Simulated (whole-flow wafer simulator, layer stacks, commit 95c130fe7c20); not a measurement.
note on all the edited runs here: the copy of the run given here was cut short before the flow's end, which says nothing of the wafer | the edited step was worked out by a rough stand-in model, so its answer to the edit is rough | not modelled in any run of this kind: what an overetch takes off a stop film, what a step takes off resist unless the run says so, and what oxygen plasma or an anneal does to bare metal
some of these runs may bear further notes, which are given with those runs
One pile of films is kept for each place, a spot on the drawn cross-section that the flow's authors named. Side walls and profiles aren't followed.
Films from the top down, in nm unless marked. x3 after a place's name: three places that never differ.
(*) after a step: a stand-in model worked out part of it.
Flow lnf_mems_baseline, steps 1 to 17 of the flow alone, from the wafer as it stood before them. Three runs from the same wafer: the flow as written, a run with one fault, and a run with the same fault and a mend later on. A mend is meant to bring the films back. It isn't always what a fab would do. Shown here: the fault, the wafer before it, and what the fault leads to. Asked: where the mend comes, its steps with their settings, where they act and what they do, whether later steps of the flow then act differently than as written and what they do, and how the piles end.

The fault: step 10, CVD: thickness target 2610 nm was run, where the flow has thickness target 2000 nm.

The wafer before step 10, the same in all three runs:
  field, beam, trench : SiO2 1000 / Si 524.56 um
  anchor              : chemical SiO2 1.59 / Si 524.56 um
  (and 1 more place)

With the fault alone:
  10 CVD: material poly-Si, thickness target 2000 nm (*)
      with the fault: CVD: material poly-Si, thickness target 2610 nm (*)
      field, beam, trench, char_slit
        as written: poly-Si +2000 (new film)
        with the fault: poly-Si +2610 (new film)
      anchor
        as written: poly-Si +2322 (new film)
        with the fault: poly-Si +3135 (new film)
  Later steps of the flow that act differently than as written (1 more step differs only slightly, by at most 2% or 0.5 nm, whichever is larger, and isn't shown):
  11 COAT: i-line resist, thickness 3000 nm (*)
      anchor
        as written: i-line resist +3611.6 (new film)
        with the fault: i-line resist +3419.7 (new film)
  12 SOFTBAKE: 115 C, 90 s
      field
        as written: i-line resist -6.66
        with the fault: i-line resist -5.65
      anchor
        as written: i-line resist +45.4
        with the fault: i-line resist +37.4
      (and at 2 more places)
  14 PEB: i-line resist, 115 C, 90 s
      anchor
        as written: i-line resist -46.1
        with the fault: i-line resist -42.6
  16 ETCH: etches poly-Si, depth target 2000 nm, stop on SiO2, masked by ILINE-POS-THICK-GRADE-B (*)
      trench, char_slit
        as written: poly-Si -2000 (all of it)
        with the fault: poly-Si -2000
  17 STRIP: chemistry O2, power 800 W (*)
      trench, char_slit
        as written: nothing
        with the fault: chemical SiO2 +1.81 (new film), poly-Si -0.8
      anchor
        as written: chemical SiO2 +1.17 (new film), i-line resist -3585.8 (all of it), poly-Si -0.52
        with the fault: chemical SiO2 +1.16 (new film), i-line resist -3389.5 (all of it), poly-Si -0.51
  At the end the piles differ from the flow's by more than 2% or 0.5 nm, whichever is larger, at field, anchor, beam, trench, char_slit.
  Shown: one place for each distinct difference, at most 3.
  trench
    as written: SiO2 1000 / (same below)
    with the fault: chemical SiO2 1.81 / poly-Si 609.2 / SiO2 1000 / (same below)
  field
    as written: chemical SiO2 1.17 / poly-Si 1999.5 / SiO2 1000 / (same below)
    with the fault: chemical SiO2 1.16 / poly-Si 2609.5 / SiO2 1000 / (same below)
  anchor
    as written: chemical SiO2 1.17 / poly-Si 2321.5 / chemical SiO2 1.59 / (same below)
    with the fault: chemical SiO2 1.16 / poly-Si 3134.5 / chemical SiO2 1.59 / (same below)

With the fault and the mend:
  The mend comes after step 10.
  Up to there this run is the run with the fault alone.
  10a ETCH: chemistry tmah, depth target 3515 nm
      field, beam, trench, char_slit
        poly-Si -2610 (all of it)
      anchor
        poly-Si -3135 (all of it)
  10b CLEAN: chemistry SC1/SC2 (the flow's step 1 once more)
      changes no film at any place that is followed
  10c CVD: material poly-Si, thickness target 2000 nm (*) (the flow's step 10 once more)
      field, beam, trench, char_slit
        poly-Si +2000 (new film)
      anchor
        poly-Si +2322 (new film)
  No later step of the flow acts differently than as written at any place that is followed.
  At the end the piles are the same as the flow's at every place that both follow.
